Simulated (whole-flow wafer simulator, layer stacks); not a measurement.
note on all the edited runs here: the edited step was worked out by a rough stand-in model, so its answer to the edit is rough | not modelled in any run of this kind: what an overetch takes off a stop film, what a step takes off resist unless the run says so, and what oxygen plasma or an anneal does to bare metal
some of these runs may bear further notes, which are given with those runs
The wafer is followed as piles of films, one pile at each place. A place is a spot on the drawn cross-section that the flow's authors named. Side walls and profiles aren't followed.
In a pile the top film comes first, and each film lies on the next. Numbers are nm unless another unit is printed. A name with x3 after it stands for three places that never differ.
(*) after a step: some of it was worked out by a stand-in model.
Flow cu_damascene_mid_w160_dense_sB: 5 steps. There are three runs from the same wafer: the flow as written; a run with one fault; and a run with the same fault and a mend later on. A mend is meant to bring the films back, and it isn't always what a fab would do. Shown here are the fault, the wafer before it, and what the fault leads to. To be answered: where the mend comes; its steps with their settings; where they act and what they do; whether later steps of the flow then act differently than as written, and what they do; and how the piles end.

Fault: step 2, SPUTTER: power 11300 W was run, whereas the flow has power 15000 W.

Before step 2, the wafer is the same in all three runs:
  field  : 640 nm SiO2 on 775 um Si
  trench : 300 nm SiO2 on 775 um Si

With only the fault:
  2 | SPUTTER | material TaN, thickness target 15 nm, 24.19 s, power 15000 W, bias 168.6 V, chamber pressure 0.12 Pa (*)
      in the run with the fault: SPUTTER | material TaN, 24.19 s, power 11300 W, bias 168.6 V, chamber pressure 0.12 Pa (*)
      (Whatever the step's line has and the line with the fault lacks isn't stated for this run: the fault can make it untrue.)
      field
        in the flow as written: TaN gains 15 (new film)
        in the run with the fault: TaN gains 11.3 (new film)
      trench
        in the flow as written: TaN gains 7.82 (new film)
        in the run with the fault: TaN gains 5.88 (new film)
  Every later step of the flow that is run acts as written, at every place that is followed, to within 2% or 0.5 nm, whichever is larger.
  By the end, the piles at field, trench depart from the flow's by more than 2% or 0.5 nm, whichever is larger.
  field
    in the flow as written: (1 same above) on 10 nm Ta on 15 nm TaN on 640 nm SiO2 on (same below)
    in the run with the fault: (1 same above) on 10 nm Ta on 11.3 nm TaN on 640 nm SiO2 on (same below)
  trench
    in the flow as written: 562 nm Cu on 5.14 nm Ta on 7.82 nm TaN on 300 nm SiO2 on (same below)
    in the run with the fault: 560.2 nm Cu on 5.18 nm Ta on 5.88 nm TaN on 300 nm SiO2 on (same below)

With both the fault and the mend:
  The mend follows step 2.
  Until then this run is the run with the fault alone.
  2a | SPUTTER | material TaN, thickness target 3.7 nm, 5.973 s, power 15000 W, bias 168.6 V, chamber pressure 0.12 Pa (*) (the flow's step 2 again, with other settings)
      field
        TaN gains 3.7
      trench
        TaN gains 1.88
  Every later step of the flow that is run acts as written, at every place that is followed, to within 2% or 0.5 nm, whichever is larger.
  The piles end only slightly different from the flow's at the places that both follow, by no more than 2% or 0.5 nm, whichever is larger.
